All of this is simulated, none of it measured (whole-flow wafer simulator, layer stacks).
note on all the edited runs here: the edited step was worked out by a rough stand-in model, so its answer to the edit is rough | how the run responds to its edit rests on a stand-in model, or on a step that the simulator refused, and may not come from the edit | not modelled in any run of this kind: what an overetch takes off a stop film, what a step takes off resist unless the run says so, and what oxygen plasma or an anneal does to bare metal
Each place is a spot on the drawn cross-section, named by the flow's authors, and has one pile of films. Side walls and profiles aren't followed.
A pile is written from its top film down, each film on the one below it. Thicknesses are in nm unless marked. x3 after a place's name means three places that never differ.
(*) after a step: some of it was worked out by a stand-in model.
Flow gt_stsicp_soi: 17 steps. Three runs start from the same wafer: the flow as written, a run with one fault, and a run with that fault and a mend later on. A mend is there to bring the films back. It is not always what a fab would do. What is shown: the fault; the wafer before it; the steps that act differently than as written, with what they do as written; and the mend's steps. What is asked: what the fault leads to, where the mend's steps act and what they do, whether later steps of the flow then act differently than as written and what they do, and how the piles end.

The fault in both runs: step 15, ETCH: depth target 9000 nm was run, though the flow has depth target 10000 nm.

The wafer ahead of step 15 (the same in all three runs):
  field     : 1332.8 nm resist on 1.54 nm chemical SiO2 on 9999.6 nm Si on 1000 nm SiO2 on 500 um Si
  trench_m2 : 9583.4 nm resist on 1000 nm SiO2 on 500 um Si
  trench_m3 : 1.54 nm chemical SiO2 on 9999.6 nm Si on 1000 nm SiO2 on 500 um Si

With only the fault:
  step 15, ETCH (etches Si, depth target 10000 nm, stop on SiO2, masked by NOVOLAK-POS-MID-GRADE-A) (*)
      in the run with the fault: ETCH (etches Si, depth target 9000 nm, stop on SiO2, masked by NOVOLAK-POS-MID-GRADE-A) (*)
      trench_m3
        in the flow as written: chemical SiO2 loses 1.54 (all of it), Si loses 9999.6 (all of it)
        in the run with the fault: chemical SiO2 loses 1.54 (all of it), Si loses 9000
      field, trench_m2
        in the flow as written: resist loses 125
        in the run with the fault: resist loses 112.5
  Steps further on in the flow that do not act as written:
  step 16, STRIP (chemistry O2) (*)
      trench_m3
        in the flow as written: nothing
        in the run with the fault: chemical SiO2 gains 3 (new film), Si loses 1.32
  The piles end different from the flow's at trench_m3 by more than 2% or 0.5 nm, whichever is larger.
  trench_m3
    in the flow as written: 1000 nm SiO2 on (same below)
    in the run with the fault: 3 nm chemical SiO2 on 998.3 nm Si on 1000 nm SiO2 on (same below)

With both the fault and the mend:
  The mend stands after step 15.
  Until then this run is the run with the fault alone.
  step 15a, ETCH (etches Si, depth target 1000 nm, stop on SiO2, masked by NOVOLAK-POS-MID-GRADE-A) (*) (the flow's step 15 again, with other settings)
      field, trench_m2
        resist loses 12.5
      trench_m3
        Si loses 999.6 (all of it)
  Later steps of the flow that are run all act as written at every place that is followed.
  The piles end the same as the flow's at every place that both follow.
